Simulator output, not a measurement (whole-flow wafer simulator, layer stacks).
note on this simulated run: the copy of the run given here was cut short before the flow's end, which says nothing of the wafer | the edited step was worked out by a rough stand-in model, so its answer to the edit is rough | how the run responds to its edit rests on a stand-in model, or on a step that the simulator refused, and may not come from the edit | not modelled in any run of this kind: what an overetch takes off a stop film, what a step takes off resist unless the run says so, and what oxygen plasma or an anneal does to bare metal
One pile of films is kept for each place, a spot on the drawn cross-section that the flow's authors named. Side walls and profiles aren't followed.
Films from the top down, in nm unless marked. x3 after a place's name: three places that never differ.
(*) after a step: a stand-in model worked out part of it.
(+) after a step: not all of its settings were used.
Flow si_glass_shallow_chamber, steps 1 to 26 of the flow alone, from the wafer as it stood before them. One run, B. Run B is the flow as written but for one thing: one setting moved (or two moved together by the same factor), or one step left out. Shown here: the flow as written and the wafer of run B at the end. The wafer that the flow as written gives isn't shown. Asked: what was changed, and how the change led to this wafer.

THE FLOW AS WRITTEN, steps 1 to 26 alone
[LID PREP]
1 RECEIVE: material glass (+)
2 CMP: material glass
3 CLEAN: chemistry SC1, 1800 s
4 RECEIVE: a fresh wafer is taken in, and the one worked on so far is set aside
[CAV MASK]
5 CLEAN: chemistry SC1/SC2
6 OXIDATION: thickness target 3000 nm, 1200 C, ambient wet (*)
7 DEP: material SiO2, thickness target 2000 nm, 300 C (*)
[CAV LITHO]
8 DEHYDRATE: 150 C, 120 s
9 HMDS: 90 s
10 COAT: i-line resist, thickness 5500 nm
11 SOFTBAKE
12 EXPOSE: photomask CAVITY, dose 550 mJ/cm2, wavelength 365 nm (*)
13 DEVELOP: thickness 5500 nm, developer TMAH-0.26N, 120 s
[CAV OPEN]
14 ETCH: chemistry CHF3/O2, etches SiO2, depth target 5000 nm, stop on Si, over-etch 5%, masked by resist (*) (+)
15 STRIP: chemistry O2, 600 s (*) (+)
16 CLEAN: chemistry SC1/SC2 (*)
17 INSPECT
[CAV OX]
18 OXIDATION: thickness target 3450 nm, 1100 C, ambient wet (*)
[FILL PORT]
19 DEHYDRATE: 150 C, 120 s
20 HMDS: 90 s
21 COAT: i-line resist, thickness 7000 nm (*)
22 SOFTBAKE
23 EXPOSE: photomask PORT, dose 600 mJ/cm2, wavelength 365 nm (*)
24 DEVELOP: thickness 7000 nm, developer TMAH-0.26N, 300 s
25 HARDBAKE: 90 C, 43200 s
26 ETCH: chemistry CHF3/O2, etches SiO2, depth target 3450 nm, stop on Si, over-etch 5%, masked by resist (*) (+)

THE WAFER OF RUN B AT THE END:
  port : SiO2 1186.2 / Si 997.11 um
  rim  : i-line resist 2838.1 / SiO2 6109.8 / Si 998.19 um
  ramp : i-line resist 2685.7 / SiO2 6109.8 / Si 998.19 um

The cause: step 26, ETCH: depth target 2156 nm was run, where the flow has depth target 3450 nm.

How the change led to this, step by step:
  26 ETCH: chemistry CHF3/O2, etches SiO2, depth target 3450 nm, stop on Si, over-etch 5%, masked by resist (*) (+)
      port: SiO2 -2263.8 (as written it would be: SiO2 -3450 (all of it), Si -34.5)
      rim, ramp, cav, ring: i-line resist -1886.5 (as written it would be: i-line resist -3018.8)
      (and at 1 more place)
